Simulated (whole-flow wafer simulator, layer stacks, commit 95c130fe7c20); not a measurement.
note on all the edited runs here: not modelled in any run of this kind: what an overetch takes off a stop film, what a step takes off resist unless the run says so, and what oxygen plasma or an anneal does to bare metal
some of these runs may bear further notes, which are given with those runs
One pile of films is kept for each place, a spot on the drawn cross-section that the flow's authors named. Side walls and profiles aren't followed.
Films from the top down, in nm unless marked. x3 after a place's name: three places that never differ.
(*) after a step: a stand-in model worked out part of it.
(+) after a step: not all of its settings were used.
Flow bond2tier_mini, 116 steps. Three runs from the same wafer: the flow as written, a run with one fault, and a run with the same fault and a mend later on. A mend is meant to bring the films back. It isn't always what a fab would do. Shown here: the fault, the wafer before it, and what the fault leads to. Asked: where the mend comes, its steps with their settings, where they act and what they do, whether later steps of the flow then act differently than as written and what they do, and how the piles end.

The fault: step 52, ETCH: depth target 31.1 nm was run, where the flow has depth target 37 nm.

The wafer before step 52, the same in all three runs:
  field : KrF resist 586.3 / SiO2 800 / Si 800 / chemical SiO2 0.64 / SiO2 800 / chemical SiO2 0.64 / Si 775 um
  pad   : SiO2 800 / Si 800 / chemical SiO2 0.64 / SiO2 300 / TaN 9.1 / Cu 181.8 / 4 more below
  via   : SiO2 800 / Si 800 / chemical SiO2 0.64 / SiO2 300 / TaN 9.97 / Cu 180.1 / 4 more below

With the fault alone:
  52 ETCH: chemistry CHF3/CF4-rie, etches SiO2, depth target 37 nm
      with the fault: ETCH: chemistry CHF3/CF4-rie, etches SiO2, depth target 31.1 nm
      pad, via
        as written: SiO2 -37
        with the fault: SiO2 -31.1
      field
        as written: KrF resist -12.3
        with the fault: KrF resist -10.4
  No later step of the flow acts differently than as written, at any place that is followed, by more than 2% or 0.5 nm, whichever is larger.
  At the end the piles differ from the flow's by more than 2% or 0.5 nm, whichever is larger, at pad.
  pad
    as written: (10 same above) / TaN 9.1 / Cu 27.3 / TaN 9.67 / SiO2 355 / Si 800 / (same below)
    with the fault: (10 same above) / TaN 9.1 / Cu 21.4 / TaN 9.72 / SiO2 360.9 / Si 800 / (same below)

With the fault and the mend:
  The mend comes after step 53.
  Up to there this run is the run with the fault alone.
  53a COAT: KrF resist, thickness 600 nm (*) (the flow's step 47 once more)
      field
        KrF resist +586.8 (new film)
      pad
        KrF resist +613.8 (new film)
      via
        KrF resist +612.1 (new film)
  53b SOFTBAKE: KrF resist (the flow's step 48 once more)
      changes no film at any place that is followed
  53c EXPOSE: photomask T2TRIM, NA 0.6 (the flow's step 49 once more)
      changes no film at any place that is followed
  53d PEB: KrF resist (the flow's step 50 once more)
      changes no film at any place that is followed
  53e DEVELOP: developer TMAH-0.26N, 60 s (the flow's step 51 once more)
      field
        KrF resist -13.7
      pad
        KrF resist -613.8 (all of it)
      via
        KrF resist -612.1 (all of it)
  53f ETCH: chemistry CHF3/CF4-rie, etches SiO2, depth target 5.9 nm (the flow's step 52 once more, with other settings)
      pad, via
        SiO2 -5.9
      field
        KrF resist -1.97
  53g STRIP: chemistry O2, over-ash 100% (+) (the flow's step 53 once more)
      field
        KrF resist -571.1 (all of it)
  No later step of the flow acts differently than as written at any place that is followed.
  At the end the piles are the same as the flow's at every place that both follow.
